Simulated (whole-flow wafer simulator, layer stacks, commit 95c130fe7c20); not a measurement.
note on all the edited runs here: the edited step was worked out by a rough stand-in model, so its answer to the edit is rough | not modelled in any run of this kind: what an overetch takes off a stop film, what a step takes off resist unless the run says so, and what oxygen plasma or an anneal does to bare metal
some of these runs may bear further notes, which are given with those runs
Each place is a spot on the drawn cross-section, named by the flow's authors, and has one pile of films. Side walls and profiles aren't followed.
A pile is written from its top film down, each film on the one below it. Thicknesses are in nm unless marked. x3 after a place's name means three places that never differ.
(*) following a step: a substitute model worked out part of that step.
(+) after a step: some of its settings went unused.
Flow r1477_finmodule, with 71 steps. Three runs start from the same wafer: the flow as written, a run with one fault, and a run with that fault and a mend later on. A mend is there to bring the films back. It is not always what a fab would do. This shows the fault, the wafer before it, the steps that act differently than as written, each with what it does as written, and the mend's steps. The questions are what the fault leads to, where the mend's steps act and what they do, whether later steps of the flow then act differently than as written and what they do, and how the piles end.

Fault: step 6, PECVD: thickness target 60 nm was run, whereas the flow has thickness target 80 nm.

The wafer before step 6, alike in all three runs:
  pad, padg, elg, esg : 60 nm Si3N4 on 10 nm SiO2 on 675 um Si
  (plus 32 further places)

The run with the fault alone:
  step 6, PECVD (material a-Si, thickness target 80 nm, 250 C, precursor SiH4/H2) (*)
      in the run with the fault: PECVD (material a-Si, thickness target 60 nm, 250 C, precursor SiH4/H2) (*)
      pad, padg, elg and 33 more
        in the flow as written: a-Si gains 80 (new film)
        in the run with the fault: a-Si gains 60 (new film)
  Steps further on in the flow that do not act as written (not shown: 3 more steps that differ only slightly, by at most 2% or 0.5 nm, whichever is larger):
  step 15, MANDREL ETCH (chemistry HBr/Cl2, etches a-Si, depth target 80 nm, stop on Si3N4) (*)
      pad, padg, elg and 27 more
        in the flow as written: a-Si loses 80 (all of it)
        in the run with the fault: a-Si loses 60 (all of it)
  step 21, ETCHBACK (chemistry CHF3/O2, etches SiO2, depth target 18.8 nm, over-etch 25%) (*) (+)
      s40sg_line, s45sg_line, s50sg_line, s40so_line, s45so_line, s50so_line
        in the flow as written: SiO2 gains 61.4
        in the run with the fault: SiO2 gains 41.4
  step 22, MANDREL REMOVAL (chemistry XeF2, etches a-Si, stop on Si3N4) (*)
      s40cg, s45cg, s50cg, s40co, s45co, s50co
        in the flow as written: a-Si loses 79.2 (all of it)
        in the run with the fault: a-Si loses 59.2 (all of it)
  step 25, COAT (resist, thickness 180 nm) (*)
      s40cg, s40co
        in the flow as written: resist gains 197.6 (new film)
        in the run with the fault: resist gains 192.6 (new film)
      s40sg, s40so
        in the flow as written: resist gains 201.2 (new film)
        in the run with the fault: resist gains 196.2 (new film)
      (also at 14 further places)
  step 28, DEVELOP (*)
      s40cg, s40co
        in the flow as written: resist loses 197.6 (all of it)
        in the run with the fault: resist loses 192.6 (all of it)
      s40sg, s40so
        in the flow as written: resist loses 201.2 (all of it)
        in the run with the fault: resist loses 196.2 (all of it)
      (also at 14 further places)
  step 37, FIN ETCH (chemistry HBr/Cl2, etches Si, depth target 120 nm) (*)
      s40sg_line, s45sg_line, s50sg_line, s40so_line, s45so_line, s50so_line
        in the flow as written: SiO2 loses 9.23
        in the run with the fault: SiO2 loses 3.4 (all of it), Si3N4 loses 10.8
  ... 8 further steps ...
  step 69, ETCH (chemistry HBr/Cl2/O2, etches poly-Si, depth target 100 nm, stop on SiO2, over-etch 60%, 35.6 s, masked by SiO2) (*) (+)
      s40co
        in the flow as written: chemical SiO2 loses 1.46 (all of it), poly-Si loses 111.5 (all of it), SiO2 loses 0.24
        in the run with the fault: chemical SiO2 loses 1.5 (all of it), poly-Si loses 124.3 (all of it), SiO2 loses 0.18
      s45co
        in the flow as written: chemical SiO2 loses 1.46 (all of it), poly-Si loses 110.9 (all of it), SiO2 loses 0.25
        in the run with the fault: chemical SiO2 loses 1.5 (all of it), poly-Si loses 124.3 (all of it), SiO2 loses 0.18
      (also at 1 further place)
  At pad, padg, elg and 27 more, the piles at the end differ from the flow's by more than 2% or 0.5 nm, whichever is larger.
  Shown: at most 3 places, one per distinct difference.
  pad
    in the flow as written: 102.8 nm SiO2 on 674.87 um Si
    in the run with the fault: 92 nm SiO2 on 674.87 um Si
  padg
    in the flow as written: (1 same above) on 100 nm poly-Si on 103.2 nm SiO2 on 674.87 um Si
    in the run with the fault: (1 same above) on 100 nm poly-Si on 92.4 nm SiO2 on 674.87 um Si
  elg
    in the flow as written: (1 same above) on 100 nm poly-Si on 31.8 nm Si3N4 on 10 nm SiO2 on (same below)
    in the run with the fault: (1 same above) on 100 nm poly-Si on 30.9 nm Si3N4 on 10 nm SiO2 on (same below)

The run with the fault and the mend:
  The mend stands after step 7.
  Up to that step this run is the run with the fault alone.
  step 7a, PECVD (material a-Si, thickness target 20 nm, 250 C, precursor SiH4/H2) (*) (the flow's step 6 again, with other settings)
      pad, padg, elg and 33 more
        a-Si gains 20
  Every later step of the flow that is run acts as written at every place that is followed.
  At every place that both follow, the piles at the end match the flow's.
